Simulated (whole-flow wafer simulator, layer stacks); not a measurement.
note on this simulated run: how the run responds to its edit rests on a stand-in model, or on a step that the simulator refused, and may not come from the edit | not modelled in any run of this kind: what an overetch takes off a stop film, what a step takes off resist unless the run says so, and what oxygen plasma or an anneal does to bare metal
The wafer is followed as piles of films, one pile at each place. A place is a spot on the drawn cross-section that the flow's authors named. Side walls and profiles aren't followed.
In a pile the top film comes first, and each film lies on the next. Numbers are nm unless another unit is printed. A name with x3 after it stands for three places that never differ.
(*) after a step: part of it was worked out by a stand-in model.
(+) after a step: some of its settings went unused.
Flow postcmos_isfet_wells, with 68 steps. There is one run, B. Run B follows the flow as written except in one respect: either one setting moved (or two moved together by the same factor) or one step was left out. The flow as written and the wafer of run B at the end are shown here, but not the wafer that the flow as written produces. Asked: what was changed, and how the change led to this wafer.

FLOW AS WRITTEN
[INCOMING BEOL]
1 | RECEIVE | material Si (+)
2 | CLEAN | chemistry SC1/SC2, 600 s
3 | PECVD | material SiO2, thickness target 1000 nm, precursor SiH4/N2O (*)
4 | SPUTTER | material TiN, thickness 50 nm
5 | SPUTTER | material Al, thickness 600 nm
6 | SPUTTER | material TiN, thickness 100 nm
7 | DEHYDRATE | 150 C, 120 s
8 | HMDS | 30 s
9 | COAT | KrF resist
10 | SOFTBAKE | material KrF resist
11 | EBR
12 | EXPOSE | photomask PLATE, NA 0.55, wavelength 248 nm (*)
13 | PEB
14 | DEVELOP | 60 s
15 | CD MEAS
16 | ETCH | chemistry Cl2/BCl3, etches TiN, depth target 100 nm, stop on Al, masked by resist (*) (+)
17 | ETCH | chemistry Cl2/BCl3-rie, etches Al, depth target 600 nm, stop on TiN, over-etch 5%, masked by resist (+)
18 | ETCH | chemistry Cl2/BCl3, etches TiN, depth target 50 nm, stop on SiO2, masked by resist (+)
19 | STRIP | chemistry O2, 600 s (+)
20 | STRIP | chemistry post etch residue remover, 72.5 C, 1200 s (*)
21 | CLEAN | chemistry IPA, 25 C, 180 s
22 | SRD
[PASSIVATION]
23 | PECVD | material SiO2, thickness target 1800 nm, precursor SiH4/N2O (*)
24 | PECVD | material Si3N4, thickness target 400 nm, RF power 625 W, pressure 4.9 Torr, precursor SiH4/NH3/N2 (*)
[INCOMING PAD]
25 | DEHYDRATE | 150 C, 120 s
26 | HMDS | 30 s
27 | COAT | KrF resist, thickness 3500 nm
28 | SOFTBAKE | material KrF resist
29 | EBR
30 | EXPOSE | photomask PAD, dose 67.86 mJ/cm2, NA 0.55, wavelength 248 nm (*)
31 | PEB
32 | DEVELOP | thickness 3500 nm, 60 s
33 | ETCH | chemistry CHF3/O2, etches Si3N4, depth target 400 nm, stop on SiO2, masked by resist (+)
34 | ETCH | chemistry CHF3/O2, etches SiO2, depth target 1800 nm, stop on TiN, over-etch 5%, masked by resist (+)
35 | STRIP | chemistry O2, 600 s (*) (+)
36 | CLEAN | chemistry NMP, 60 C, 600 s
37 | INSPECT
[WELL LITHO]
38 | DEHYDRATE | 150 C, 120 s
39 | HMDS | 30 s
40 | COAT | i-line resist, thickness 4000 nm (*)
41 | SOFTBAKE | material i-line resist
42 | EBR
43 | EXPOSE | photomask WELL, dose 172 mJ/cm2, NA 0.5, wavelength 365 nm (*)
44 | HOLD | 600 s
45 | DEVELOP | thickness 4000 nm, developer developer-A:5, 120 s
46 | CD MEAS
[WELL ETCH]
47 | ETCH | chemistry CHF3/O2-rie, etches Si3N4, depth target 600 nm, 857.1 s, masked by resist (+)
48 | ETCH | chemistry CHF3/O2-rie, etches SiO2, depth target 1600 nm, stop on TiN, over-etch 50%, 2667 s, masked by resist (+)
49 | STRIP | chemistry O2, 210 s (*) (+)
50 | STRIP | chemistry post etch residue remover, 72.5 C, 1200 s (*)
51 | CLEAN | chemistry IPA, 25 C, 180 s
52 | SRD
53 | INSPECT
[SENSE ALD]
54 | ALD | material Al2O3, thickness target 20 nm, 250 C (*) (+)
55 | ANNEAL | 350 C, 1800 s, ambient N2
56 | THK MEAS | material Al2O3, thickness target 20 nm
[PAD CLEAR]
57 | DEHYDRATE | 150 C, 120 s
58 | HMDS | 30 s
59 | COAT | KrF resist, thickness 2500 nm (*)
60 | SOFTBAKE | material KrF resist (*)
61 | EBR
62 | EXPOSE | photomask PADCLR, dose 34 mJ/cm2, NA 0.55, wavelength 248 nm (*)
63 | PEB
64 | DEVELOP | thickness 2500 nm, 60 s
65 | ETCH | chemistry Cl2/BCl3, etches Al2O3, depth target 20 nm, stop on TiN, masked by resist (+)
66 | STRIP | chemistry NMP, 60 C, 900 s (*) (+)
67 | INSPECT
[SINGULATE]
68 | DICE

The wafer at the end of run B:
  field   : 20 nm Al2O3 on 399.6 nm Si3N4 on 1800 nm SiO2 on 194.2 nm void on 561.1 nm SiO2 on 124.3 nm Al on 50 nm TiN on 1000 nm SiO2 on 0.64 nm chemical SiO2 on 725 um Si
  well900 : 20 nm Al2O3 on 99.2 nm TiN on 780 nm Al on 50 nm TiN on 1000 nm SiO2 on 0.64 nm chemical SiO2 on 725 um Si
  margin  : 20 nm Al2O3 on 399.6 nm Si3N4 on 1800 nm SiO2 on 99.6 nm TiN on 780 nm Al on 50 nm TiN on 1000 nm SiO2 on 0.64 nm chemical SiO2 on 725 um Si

The reason: step 5, SPUTTER: thickness 780 nm was run, though the flow has thickness 600 nm.
The wafer itself shows it: well900 has Al 780, and step 5 as written asks for 600 nm.

How this came from the change, step by step:
  5 | SPUTTER | material Al, thickness 600 nm
      field, margin, well900, well1300 x3, pad_rim, pad_clr, pad_open: Al gains 780 (new film) (in the flow as written it would be: Al gains 600 (new film))
  17 | ETCH | chemistry Cl2/BCl3-rie, etches Al, depth target 600 nm, stop on TiN, over-etch 5%, masked by resist (+)
      field: Al loses 600 (in the flow as written it would be: Al loses 600 (all of it))
  18 | ETCH | chemistry Cl2/BCl3, etches TiN, depth target 50 nm, stop on SiO2, masked by resist (+)
      field: Al loses 50 (in the flow as written it would be: TiN loses 50 (all of it))
  20 | STRIP | chemistry post etch residue remover, 72.5 C, 1200 s (*)
      field: Al loses 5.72 (in the flow as written it would be: nothing)
  23 | PECVD | material SiO2, thickness target 1800 nm, precursor SiH4/N2O (*)
      field: SiO2 gains 1800 (new film), void gains 194.2 (new film), SiO2 gains 561.1 (new film) (in the flow as written it would be: SiO2 gains 1800 (new film), void gains 189.9 (new film), SiO2 gains 559.7)
Taking metal films that touch as one body, field has 1 body; the flow as written gives 0 bodies.
